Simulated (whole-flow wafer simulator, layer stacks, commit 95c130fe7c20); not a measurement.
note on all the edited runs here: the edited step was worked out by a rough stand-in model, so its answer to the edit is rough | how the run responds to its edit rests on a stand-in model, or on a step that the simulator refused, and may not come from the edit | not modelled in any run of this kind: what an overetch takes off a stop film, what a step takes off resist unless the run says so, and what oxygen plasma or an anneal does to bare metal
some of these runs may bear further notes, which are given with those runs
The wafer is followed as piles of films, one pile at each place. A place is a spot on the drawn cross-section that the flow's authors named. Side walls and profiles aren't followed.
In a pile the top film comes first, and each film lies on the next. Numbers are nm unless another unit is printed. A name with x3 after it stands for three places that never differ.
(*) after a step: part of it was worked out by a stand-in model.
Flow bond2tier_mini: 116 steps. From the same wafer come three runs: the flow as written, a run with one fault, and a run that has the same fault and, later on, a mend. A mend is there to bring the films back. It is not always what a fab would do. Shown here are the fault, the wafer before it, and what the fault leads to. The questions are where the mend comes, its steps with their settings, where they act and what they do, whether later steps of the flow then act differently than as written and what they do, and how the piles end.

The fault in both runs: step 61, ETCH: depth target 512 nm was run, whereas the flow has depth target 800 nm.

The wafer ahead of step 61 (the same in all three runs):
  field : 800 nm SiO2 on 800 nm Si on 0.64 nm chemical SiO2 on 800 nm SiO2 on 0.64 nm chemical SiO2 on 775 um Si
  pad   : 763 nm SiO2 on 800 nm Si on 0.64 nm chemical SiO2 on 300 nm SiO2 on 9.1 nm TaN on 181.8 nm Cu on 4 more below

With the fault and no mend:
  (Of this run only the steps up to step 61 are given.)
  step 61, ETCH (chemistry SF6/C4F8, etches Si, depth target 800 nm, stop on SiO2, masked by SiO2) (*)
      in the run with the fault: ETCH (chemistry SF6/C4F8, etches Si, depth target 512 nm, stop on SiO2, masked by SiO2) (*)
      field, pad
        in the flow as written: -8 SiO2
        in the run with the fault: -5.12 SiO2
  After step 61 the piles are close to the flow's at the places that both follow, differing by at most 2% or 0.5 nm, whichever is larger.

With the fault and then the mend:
  The mend follows step 61.
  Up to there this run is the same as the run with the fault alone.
  step 61a, ETCH (chemistry SF6/C4F8, etches Si, depth target 288 nm, stop on SiO2, masked by SiO2) (*) (a further turn of the flow's step 61, with different settings)
      field, pad
        -2.88 SiO2
  Later steps of the flow that are run all act as written at every place that is followed.
  The piles end the same as the flow's at every place that both follow.
